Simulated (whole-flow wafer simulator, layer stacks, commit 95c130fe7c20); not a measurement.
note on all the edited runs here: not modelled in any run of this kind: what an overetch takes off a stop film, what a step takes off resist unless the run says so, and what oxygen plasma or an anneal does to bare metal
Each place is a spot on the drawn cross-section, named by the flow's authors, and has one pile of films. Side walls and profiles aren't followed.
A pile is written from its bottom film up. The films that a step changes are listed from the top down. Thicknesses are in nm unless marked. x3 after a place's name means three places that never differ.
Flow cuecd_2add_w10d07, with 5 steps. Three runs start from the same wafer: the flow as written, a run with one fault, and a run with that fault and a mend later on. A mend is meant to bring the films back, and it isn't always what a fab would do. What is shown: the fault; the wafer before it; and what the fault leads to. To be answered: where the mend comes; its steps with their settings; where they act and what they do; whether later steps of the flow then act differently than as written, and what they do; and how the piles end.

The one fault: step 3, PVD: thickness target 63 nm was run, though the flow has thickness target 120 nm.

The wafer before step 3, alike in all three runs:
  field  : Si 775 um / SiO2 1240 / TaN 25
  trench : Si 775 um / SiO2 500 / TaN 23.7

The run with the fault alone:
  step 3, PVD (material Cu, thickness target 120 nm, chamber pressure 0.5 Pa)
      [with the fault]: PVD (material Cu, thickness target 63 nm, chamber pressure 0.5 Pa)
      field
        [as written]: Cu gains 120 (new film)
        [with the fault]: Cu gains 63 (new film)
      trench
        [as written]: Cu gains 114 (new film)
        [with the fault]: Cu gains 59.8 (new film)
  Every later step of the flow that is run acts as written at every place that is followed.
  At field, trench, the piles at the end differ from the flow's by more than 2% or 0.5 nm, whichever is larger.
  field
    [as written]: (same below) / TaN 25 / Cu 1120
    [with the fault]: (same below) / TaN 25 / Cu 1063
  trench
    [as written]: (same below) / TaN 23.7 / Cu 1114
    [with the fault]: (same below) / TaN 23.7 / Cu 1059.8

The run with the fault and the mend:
  The mend follows step 3.
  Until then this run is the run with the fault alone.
  step 3a, PVD (material Cu, thickness target 57 nm, chamber pressure 0.5 Pa) (the flow's step 3 again, with other settings)
      field
        Cu gains 57
      trench
        Cu gains 54
  Every later step of the flow that is run acts as written at every place that is followed.
  The piles end only slightly different from the flow's at the places that both follow, by no more than 2% or 0.5 nm, whichever is larger.
